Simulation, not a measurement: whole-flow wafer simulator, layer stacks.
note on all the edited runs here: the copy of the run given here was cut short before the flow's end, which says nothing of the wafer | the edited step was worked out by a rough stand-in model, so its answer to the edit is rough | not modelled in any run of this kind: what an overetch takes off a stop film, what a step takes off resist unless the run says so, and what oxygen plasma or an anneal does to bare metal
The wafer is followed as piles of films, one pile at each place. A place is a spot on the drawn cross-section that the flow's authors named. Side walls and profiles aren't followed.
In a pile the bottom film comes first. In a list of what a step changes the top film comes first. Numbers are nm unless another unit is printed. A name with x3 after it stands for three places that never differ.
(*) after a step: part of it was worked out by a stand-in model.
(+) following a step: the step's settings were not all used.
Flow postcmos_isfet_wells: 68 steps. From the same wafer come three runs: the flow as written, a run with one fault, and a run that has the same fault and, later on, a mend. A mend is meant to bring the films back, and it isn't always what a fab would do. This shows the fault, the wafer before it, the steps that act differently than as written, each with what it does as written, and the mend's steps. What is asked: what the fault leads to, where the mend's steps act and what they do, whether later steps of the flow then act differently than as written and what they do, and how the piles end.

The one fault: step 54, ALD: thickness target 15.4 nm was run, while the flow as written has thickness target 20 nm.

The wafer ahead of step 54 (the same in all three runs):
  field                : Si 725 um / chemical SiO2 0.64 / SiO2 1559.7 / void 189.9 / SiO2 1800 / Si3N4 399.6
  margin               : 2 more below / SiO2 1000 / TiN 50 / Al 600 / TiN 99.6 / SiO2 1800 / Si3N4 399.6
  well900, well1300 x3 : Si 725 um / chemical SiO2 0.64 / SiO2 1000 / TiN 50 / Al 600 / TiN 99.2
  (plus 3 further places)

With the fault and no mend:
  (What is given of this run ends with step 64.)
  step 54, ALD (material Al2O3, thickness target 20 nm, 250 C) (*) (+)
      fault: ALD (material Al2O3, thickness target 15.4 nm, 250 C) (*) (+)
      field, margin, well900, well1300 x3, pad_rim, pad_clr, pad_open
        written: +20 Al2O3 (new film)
        fault: +15.4 Al2O3 (new film)
  None of the later steps of the flow up to step 64 differs from how it acts as written, at any place that is followed, by more than 2% or 0.5 nm, whichever is larger.
  Once step 64 is done, the piles at field, margin, pad_rim, pad_clr, pad_open depart from the flow's by more than 2% or 0.5 nm, whichever is larger.
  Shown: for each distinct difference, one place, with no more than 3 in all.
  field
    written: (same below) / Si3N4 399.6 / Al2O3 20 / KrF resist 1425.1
    fault: (same below) / Si3N4 399.6 / Al2O3 15.4 / KrF resist 1413.7
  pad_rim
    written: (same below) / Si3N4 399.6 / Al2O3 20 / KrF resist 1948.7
    fault: (same below) / Si3N4 399.6 / Al2O3 15.4 / KrF resist 1947.9
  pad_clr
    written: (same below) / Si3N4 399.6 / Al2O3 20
    fault: (same below) / Si3N4 399.6 / Al2O3 15.4

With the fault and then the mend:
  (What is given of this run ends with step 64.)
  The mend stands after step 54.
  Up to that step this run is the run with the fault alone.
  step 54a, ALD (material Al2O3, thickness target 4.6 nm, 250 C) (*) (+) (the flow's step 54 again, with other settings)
      field, margin, well900, well1300 x3, pad_rim, pad_clr, pad_open
        +4.6 Al2O3
  None of the later steps of the flow up to step 64 acts differently than as written at any place that is followed.
  At every place that both follow, the piles after step 64 match the flow's.
